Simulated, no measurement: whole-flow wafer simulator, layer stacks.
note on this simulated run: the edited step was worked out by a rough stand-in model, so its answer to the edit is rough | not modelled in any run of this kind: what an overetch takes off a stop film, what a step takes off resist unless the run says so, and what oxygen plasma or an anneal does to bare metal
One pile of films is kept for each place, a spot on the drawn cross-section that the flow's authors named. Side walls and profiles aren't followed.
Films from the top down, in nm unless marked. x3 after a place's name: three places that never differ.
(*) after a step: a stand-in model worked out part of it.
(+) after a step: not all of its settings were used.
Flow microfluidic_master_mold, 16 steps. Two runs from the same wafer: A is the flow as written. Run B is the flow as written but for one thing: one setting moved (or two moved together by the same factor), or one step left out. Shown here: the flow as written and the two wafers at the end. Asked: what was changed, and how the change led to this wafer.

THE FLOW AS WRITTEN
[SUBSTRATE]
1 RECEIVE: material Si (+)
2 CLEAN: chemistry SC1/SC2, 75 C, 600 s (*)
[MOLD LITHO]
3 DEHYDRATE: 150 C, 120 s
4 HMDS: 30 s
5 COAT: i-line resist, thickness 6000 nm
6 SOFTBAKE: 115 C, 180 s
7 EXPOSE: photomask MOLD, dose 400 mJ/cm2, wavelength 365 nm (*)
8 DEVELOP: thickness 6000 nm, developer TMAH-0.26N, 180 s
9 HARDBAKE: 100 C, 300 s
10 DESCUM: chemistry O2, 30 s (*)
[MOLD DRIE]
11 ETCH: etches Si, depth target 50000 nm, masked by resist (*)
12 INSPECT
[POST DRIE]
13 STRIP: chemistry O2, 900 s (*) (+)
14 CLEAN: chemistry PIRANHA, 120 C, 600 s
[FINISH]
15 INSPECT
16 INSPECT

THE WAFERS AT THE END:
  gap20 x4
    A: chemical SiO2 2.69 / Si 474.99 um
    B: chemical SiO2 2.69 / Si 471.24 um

The cause: step 11, ETCH: depth target 53750 nm was run, where the flow has depth target 50000 nm.

How the change led to this, step by step:
  11 ETCH: etches Si, depth target 50000 nm, masked by resist (*)
      gap20 x4: A chemical SiO2 -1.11 (all of it), Si -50 um | B chemical SiO2 -1.11 (all of it), Si -53.75 um
      ridge: A i-line resist -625 | B i-line resist -671.9
